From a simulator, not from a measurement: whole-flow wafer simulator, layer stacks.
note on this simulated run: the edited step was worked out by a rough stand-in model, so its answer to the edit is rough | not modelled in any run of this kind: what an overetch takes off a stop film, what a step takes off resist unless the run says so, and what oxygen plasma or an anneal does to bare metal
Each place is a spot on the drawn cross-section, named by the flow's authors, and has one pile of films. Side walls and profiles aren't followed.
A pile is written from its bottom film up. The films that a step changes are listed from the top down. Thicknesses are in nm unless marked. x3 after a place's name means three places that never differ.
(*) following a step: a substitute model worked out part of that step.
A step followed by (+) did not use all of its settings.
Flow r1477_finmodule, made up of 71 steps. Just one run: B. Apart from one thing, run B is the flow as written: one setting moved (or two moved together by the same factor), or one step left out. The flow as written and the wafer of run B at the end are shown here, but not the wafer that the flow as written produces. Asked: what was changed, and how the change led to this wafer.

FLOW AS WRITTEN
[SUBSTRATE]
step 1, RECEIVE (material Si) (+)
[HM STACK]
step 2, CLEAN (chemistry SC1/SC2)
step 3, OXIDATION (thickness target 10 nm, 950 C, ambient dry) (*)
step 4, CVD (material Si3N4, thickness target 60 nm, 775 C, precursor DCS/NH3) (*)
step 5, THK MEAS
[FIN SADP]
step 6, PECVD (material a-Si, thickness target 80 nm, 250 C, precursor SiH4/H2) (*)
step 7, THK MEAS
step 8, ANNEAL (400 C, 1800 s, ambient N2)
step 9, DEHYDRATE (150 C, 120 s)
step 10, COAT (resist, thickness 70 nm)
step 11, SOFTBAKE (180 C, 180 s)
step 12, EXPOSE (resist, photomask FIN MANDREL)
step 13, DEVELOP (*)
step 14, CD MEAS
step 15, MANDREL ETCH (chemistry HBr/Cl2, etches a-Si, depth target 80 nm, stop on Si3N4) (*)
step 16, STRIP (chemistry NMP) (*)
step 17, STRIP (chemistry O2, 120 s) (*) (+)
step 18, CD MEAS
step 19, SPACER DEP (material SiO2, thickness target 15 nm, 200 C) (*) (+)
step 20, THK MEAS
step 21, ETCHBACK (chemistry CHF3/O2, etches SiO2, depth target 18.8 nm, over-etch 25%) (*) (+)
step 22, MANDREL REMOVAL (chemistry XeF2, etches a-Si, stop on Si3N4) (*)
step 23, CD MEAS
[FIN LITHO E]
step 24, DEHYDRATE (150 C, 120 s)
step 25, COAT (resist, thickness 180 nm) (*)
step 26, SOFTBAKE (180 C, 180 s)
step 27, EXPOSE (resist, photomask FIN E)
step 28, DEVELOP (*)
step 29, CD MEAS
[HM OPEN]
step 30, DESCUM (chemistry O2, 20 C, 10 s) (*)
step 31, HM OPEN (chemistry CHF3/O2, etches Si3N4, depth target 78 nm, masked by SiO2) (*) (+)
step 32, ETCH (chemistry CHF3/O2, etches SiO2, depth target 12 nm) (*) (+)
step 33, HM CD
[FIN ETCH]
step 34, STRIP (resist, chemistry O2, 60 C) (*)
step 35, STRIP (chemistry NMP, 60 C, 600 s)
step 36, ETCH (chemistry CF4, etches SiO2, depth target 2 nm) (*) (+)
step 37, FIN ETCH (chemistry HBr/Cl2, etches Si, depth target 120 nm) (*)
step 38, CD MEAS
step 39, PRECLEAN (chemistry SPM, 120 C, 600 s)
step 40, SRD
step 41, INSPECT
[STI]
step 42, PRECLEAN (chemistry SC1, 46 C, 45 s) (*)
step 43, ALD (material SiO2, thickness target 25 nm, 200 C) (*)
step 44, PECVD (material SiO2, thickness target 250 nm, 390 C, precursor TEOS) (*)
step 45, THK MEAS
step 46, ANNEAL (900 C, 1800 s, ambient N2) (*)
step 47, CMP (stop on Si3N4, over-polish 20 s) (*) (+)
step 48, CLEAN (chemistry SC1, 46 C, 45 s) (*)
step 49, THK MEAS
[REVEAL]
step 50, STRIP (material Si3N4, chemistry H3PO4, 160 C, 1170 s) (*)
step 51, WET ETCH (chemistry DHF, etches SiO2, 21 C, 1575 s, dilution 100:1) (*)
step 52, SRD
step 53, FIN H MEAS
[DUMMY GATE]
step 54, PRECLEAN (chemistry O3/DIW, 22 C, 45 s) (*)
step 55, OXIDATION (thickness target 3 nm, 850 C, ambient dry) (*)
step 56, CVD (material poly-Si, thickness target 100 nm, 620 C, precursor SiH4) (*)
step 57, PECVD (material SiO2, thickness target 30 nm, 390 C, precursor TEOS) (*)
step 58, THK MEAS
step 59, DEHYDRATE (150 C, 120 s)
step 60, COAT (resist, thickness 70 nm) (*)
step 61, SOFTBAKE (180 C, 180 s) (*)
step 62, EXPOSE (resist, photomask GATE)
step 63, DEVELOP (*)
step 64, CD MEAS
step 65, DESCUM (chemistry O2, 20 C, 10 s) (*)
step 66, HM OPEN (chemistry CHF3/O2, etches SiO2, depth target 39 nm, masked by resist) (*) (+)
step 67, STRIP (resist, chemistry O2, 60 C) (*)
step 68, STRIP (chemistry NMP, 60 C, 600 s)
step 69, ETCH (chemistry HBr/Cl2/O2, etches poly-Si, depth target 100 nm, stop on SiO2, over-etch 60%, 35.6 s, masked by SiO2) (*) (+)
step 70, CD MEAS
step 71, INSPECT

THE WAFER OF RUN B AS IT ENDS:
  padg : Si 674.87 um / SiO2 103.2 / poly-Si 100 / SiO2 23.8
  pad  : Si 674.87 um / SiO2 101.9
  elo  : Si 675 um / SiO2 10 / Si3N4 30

What caused this: step 69, ETCH: depth target 117.5 nm was run, though the flow has depth target 100 nm.

The path from the change to this, step by step:
  step 69, ETCH (chemistry HBr/Cl2/O2, etches poly-Si, depth target 100 nm, stop on SiO2, over-etch 60%, 35.6 s, masked by SiO2) (*) (+)
      padg, elg, esg and 15 more: -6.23 SiO2 (as written it would have been: -5.3 SiO2)
      pad, eso, e40so and 8 more: -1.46 chemical SiO2 (all of it), -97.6 poly-Si (all of it), -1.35 SiO2 (as written it would have been: -1.46 chemical SiO2 (all of it), -97.6 poly-Si (all of it), -0.42 SiO2)
      (and at 4 other places as well)
